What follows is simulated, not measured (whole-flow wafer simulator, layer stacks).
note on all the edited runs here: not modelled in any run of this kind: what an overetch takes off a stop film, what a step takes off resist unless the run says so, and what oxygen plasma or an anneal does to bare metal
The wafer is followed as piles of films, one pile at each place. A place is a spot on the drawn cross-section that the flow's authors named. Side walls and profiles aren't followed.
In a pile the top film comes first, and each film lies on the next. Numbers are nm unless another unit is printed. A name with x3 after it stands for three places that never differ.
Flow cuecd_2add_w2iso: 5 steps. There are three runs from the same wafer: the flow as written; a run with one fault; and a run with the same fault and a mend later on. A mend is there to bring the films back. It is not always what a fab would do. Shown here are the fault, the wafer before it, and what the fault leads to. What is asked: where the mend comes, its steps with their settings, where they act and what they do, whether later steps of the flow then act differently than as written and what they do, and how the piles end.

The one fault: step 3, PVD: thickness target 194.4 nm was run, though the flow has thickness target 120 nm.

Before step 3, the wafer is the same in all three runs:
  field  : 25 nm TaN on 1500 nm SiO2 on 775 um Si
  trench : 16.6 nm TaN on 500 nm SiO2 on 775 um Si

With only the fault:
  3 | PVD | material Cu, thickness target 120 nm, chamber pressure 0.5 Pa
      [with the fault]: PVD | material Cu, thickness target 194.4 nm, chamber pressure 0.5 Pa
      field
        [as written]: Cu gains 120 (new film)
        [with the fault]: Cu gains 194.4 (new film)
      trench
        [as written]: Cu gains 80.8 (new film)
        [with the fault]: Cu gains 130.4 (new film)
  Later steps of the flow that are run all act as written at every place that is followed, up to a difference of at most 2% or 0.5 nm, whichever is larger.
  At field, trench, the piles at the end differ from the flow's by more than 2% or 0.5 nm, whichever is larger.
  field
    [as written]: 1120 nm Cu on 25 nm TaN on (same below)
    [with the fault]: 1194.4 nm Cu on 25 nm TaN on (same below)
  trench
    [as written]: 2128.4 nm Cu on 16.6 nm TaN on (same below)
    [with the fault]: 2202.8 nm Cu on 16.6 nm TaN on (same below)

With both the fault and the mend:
  The mend stands after step 3.
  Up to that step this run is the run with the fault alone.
  3a | ETCH | chemistry cu recess dil, depth target 223.3 nm
      field
        Cu loses 194.4 (all of it)
      trench
        Cu loses 130.4 (all of it)
  3b | PVD | material Cu, thickness target 120 nm, chamber pressure 0.5 Pa (a further turn of the flow's step 3)
      field
        Cu gains 120 (new film)
      trench
        Cu gains 80.8 (new film)
  Later steps of the flow that are run all act as written at every place that is followed.
  At every place that both follow, the piles at the end match the flow's.
